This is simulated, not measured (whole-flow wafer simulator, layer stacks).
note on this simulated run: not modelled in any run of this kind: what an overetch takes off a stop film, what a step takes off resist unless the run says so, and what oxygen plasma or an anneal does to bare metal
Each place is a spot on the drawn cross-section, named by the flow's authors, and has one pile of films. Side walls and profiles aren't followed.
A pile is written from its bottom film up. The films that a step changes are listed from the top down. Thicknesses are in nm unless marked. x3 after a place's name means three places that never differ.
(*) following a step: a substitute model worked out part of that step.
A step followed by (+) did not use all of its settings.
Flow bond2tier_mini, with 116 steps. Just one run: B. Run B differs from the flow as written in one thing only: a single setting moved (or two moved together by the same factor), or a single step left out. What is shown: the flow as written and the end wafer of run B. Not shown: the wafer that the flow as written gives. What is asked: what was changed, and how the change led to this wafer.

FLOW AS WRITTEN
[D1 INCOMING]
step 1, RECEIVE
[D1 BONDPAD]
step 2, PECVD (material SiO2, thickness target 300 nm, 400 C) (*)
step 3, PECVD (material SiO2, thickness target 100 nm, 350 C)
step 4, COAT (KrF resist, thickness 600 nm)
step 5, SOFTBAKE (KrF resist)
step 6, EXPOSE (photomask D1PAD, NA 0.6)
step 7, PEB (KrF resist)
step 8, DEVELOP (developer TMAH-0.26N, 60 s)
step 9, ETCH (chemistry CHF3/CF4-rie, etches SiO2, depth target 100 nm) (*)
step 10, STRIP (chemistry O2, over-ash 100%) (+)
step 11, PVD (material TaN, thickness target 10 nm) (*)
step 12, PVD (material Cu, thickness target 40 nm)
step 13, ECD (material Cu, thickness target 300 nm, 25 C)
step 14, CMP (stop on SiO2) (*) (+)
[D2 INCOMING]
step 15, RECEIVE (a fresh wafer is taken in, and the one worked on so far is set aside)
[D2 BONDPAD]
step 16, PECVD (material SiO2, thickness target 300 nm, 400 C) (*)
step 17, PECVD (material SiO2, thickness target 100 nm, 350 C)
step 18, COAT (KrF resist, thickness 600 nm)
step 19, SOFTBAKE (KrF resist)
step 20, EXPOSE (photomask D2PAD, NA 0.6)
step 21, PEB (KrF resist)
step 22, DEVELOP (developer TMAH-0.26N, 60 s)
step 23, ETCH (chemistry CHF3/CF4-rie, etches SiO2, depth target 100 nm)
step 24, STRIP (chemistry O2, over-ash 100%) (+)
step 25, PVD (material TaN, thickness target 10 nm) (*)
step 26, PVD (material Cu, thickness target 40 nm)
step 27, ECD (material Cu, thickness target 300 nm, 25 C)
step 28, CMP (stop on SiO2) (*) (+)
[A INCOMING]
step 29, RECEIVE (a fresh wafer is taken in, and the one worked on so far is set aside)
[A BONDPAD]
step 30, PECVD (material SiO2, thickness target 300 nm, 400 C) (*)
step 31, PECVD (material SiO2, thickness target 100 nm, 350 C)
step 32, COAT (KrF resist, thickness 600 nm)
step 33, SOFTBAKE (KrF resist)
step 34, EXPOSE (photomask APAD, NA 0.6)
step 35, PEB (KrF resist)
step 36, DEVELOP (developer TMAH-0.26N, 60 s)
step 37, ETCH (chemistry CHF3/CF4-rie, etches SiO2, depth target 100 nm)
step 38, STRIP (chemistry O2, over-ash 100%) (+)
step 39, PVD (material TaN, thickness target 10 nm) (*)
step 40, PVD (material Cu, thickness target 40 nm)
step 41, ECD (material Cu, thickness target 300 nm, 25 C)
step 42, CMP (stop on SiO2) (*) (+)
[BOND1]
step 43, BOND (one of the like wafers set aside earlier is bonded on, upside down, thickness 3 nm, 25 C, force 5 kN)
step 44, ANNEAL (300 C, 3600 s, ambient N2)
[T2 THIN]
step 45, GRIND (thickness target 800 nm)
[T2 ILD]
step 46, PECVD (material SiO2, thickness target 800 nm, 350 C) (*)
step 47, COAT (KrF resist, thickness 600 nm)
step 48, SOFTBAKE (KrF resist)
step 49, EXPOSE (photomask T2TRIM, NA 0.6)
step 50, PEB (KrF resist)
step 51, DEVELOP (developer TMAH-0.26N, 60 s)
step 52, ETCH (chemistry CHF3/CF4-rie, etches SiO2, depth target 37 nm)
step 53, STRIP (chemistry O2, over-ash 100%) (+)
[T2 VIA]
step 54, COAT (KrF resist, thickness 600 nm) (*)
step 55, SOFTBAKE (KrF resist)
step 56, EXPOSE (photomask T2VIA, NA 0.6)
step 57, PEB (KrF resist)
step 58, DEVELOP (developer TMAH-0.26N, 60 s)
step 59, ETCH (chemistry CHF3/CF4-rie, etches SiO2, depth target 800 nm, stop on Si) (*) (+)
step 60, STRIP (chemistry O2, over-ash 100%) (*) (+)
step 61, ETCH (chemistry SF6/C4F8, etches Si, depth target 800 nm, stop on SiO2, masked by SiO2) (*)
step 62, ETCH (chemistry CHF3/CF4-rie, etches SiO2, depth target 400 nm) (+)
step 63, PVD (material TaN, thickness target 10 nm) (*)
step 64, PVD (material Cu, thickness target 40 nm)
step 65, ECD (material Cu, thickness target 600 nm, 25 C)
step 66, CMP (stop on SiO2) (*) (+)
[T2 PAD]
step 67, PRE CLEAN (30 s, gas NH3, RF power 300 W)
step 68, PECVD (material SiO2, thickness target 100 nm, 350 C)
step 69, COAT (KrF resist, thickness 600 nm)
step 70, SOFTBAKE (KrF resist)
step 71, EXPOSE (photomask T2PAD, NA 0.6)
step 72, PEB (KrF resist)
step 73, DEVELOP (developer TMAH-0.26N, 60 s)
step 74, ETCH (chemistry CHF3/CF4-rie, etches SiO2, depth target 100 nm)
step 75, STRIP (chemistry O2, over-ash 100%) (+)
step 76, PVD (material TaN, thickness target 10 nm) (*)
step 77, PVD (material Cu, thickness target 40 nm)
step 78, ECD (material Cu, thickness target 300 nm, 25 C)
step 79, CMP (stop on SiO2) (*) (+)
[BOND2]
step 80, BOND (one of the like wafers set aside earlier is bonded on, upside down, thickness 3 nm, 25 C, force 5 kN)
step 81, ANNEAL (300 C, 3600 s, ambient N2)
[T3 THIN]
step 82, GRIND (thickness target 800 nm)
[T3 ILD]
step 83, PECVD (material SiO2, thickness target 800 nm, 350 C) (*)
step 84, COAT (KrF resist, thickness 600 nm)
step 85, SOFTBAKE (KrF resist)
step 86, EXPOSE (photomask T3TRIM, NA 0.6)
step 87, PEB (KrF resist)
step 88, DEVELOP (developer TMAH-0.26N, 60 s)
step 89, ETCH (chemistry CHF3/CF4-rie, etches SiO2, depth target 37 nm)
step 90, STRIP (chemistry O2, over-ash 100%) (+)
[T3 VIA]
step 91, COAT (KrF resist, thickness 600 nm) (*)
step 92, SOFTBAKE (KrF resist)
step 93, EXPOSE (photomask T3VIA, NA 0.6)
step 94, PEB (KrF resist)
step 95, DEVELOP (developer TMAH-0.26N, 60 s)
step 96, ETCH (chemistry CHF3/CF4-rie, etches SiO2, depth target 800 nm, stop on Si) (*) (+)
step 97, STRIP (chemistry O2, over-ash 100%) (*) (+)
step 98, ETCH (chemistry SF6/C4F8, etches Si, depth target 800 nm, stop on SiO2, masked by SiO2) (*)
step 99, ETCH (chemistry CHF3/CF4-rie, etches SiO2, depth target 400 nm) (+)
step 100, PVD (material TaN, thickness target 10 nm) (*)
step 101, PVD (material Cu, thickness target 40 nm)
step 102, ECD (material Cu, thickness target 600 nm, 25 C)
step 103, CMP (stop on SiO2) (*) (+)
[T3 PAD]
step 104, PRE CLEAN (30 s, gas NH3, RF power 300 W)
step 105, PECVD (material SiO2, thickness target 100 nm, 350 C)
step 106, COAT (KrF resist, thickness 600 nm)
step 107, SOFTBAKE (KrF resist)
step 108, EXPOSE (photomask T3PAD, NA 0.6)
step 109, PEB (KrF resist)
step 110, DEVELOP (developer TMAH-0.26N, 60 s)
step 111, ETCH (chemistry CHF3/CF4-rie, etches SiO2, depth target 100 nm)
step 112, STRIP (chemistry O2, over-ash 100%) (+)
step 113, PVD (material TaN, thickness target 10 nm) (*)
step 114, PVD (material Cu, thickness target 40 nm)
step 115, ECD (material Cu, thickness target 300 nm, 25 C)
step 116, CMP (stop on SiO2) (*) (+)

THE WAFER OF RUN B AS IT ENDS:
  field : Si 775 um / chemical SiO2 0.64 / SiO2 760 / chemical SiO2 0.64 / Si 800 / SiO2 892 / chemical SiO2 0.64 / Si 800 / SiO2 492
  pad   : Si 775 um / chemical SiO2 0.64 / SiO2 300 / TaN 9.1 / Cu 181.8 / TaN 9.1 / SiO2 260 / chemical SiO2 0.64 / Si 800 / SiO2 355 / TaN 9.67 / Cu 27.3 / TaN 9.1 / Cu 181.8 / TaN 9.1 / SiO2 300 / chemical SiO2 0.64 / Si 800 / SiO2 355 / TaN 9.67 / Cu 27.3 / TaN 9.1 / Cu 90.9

What caused this: step 3, PECVD: thickness target 60 nm was run, while the flow as written has thickness target 100 nm.

Step by step, how the change led to this:
  step 3, PECVD (material SiO2, thickness target 100 nm, 350 C)
      field, pad, via: +60 SiO2 (as written it would have been: +100 SiO2)
  step 43, BOND (one of the like wafers set aside earlier is bonded on, upside down, thickness 3 nm, 25 C, force 5 kN)
      field: +775 um Si (new film), +0.64 chemical SiO2 (new film), +360 SiO2 (as written it would have been: +775 um Si (new film), +0.64 chemical SiO2 (new film), +400 SiO2)
      pad: +775 um Si (new film), +0.64 chemical SiO2 (new film), +260 SiO2 (new film), +9.1 TaN (new film), +90.9 Cu (as written it would have been: +775 um Si (new film), +0.64 chemical SiO2 (new film), +300 SiO2 (new film), +9.1 TaN (new film), +90.9 Cu)
      (as well as at 1 more place)
